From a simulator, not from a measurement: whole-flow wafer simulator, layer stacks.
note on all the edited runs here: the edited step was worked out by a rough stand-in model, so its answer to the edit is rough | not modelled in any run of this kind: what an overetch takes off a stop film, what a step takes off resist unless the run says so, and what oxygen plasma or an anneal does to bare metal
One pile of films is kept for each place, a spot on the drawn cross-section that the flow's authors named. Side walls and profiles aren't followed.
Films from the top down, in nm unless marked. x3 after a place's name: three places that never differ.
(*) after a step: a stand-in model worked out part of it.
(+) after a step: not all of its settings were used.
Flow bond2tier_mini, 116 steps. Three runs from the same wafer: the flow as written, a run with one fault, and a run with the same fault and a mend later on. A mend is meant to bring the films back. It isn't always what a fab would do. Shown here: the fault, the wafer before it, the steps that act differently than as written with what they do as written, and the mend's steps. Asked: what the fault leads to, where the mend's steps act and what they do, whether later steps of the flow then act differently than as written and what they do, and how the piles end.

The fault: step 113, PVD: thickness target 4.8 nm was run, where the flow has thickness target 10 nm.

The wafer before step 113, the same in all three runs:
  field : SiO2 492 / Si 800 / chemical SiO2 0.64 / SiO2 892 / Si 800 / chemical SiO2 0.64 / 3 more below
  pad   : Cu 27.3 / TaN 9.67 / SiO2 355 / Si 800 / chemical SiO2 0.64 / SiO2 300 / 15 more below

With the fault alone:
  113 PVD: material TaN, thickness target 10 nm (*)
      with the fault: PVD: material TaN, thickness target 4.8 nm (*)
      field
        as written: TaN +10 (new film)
        with the fault: TaN +4.8 (new film)
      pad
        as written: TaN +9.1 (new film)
        with the fault: TaN +4.37 (new film)
  Later steps of the flow that act differently than as written (1 more step differs only slightly, by at most 2% or 0.5 nm, whichever is larger, and isn't shown):
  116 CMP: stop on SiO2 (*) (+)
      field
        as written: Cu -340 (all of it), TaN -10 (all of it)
        with the fault: Cu -340 (all of it), TaN -4.8 (all of it)
  At the end the piles differ from the flow's by more than 2% or 0.5 nm, whichever is larger, at pad.
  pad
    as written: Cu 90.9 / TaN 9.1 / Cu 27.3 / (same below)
    with the fault: Cu 95.6 / TaN 4.37 / Cu 27.3 / (same below)

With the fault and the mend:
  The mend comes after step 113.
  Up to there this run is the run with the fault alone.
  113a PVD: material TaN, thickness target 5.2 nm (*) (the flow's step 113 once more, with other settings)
      field
        TaN +5.2
      pad
        TaN +4.73
  No later step of the flow acts differently than as written at any place that is followed.
  At the end the piles are the same as the flow's at every place that both follow.
